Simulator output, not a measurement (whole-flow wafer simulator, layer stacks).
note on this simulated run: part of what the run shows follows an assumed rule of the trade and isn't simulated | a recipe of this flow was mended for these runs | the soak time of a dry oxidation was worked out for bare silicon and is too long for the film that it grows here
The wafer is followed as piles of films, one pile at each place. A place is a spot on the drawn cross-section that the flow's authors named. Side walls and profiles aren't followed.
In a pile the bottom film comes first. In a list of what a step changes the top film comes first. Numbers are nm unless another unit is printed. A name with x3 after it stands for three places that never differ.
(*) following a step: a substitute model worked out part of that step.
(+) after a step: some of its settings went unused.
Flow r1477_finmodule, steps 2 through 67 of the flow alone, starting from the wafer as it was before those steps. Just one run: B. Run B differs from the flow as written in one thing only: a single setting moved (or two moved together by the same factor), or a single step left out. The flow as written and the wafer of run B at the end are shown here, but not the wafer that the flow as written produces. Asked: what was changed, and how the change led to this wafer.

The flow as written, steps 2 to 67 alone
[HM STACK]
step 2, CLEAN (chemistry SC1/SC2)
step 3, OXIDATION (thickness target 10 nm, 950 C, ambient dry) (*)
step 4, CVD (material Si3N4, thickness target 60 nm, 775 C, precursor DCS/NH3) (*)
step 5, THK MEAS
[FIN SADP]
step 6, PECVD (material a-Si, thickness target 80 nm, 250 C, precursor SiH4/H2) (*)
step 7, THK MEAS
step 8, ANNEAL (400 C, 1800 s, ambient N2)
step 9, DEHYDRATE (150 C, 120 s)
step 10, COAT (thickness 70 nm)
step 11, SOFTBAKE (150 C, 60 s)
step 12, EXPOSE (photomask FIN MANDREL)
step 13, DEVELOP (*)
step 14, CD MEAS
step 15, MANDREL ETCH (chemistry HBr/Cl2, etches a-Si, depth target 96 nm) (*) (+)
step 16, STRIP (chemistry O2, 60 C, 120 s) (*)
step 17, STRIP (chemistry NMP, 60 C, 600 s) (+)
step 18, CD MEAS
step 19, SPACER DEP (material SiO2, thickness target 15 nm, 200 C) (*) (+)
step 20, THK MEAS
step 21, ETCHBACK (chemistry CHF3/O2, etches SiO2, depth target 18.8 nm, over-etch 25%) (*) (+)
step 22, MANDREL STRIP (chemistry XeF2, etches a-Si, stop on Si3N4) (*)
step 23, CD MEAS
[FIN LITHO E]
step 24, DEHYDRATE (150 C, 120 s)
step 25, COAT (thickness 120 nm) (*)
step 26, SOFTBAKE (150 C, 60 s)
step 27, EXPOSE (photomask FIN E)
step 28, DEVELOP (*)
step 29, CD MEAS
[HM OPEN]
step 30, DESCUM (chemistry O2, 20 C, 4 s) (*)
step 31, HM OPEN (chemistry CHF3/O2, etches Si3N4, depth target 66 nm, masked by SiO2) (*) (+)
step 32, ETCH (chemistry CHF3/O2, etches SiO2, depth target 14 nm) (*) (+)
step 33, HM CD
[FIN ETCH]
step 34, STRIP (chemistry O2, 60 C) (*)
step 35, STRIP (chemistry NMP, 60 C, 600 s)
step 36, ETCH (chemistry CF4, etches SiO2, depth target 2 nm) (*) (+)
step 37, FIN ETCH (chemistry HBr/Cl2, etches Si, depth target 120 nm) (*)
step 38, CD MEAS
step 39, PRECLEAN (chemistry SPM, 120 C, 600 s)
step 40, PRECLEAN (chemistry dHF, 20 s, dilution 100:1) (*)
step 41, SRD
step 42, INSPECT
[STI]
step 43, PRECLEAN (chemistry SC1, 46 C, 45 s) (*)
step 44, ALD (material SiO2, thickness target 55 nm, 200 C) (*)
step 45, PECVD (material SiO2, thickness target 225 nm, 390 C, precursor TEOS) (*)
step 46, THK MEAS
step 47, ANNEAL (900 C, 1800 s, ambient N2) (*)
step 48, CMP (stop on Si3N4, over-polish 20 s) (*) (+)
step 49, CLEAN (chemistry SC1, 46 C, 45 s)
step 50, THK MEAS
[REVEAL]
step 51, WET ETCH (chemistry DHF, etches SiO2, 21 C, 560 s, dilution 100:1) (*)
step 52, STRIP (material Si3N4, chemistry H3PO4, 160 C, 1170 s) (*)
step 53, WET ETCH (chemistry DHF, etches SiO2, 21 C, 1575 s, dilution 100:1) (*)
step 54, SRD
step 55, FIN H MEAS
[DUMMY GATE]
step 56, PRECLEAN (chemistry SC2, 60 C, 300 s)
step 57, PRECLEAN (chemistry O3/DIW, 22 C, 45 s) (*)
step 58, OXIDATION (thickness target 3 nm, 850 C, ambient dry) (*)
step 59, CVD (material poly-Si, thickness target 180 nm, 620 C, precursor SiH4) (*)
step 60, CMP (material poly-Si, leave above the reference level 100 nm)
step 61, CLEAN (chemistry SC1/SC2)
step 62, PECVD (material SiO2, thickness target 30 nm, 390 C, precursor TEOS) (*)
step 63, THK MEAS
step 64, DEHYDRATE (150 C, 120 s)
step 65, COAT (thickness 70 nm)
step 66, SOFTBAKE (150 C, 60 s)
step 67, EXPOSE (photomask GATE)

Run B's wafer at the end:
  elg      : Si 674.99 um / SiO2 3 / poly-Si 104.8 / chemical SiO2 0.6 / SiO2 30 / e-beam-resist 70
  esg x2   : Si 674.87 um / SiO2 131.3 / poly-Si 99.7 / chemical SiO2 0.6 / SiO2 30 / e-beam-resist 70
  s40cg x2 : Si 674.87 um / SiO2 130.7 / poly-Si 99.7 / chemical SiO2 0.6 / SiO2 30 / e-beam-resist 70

What caused this: step 53, WET ETCH: 551.2 s was run, though the flow has 1575 s.

How this came from the change, step by step:
  step 53, WET ETCH (chemistry DHF, etches SiO2, 21 C, 1575 s, dilution 100:1) (*)
      esg x2, e40sg x2, e100sg x2 and 14 more: SiO2 loses 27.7 (as written it would have been: SiO2 loses 79.1)
      pad x2: SiO2 loses 30 (as written it would have been: SiO2 loses 85.7)
  step 59, CVD (material poly-Si, thickness target 180 nm, 620 C, precursor SiH4) (*)
      esg x2, e40sg x2, e100sg x2 and 12 more: poly-Si gains 180 (new film) (as written it would have been: poly-Si gains 226.3 (new film))
      s40sg_line x2, s45sg_line x2, s50sg_line x2: poly-Si gains 184.9 (new film) (as written it would have been: poly-Si gains 180 (new film))
      (and at 5 other places as well)
  step 60, CMP (material poly-Si, leave above the reference level 100 nm)
      elg, e200lg x2: poly-Si loses 75 (as written it would have been: poly-Si loses 80)
      pad x2: poly-Si loses 75.4 (as written it would have been: poly-Si loses 24.8)
      (and at 4 other places as well)
